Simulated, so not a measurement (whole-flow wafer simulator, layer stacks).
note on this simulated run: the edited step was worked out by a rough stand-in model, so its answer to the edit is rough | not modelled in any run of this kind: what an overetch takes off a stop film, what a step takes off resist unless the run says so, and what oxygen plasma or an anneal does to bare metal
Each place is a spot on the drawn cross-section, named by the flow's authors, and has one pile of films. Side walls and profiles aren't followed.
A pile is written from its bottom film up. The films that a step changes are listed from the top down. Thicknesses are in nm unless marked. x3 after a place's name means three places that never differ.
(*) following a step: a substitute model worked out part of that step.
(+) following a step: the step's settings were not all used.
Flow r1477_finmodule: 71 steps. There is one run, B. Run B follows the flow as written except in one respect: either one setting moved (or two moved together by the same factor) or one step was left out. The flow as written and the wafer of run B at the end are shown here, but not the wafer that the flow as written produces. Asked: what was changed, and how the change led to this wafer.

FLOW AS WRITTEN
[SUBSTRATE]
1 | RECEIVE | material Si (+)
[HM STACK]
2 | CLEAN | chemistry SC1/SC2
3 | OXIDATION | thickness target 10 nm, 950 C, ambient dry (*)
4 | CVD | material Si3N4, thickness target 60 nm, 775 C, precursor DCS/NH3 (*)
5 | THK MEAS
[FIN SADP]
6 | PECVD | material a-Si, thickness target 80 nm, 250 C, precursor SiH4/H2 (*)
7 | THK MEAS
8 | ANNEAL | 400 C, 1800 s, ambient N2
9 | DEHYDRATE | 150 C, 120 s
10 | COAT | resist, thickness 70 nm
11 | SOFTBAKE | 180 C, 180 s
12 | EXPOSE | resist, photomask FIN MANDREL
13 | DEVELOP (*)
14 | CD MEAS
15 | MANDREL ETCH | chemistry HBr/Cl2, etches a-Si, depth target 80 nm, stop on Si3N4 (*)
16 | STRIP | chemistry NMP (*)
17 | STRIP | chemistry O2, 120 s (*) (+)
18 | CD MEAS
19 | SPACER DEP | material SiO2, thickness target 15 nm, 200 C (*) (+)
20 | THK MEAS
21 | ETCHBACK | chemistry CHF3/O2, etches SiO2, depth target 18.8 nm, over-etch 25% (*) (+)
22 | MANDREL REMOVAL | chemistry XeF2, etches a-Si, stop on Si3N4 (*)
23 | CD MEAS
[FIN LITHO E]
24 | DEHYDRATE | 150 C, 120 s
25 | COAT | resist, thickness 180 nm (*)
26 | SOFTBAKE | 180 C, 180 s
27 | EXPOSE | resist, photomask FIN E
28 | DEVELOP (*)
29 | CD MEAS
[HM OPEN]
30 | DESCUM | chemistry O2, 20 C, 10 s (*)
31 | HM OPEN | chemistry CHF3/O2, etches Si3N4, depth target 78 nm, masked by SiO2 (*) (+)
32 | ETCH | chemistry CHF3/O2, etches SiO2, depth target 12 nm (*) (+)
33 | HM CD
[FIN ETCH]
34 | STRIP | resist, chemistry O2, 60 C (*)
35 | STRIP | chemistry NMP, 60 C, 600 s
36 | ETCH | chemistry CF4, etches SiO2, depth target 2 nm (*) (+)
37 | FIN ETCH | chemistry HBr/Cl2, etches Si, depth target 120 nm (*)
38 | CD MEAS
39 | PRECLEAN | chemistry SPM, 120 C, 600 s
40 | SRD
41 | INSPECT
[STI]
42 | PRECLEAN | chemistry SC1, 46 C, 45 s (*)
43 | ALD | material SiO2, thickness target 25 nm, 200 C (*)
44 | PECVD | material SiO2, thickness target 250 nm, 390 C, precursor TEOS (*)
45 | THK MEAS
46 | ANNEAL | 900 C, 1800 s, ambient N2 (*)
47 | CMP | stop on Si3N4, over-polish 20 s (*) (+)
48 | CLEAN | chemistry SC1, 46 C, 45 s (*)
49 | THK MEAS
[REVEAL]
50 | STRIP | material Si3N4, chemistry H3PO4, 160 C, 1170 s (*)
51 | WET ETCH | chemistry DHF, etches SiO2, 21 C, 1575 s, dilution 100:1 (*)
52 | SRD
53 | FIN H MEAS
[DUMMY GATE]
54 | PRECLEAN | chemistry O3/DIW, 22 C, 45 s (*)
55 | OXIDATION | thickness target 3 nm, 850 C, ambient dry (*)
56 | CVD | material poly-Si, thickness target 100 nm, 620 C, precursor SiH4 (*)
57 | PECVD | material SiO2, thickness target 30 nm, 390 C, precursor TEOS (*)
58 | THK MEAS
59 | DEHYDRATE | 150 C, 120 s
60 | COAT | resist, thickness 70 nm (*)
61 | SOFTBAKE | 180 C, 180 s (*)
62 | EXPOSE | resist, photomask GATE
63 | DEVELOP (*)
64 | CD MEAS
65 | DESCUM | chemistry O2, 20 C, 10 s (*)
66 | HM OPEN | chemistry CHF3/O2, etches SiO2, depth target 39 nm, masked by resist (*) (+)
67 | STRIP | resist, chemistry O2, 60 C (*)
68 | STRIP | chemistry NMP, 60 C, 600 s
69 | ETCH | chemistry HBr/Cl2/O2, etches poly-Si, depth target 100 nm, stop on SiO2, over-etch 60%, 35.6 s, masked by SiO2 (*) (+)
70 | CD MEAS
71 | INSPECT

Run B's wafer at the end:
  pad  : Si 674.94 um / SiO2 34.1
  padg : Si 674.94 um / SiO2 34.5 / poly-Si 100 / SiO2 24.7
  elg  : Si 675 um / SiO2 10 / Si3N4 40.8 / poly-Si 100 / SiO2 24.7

The reason: step 37, FIN ETCH: depth target 51 nm was run, while the flow as written has depth target 120 nm.

Step by step, how the change led to this:
  37 | FIN ETCH | chemistry HBr/Cl2, etches Si, depth target 120 nm (*)
      pad, padg, esg and 19 more: -51 Si (it would be, as written: -120 Si)
      elg, e40lg, e100lg, e200lg, elo, e40lo, e100lo, e200lo: -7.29 Si3N4 (it would be, as written: -17.1 Si3N4)
      (as well as at 6 more places)
  43 | ALD | material SiO2, thickness target 25 nm, 200 C (*)
      s40cg, s45cg, s50cg, s40co, s45co, s50co: +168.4 SiO2 (new film) (it would be, as written: +232.1 SiO2 (new film))
      esg: +135.1 SiO2 (new film) (it would be, as written: +194.3 SiO2 (new film))
  47 | CMP | stop on Si3N4, over-polish 20 s (*) (+)
      pad, padg, e40sg and 11 more: -140.8 SiO2 (it would be, as written: -71.8 SiO2)
      elg, esg, e40lg and 6 more: -251.5 SiO2 (it would be, as written: -241.6 SiO2)
      (as well as at 1 more place)
  51 | WET ETCH | chemistry DHF, etches SiO2, 21 C, 1575 s, dilution 100:1 (*)
      elg, e40lg, e100lg, e200lg, elo, e40lo, e100lo, e200lo: -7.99 SiO2 (all of it), -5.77 Si3N4 (it would be, as written: -17.8 SiO2 (all of it), -4.97 Si3N4)
  56 | CVD | material poly-Si, thickness target 100 nm, 620 C, precursor SiH4 (*)
      esg: +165 poly-Si (new film) (it would be, as written: +156 poly-Si (new film))
  60 | COAT | resist, thickness 70 nm (*)
      e40sg, e40so: +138 resist (new film) (it would be, as written: +129.5 resist (new film))
      e100sg, e100so: +137.9 resist (new film) (it would be, as written: +129.4 resist (new film))
      (as well as at 3 more places)
  63 | DEVELOP (*)
      eso: -137.9 resist (all of it) (it would be, as written: -129.5 resist (all of it))
      e40so: -138 resist (all of it) (it would be, as written: -129.5 resist (all of it))
      (as well as at 2 more places)
  67 | STRIP | resist, chemistry O2, 60 C (*)
      e40sg: -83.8 resist (all of it) (it would be, as written: -75.4 resist (all of it))
      e100sg: -83.8 resist (all of it) (it would be, as written: -75.3 resist (all of it))
      (as well as at 1 more place)
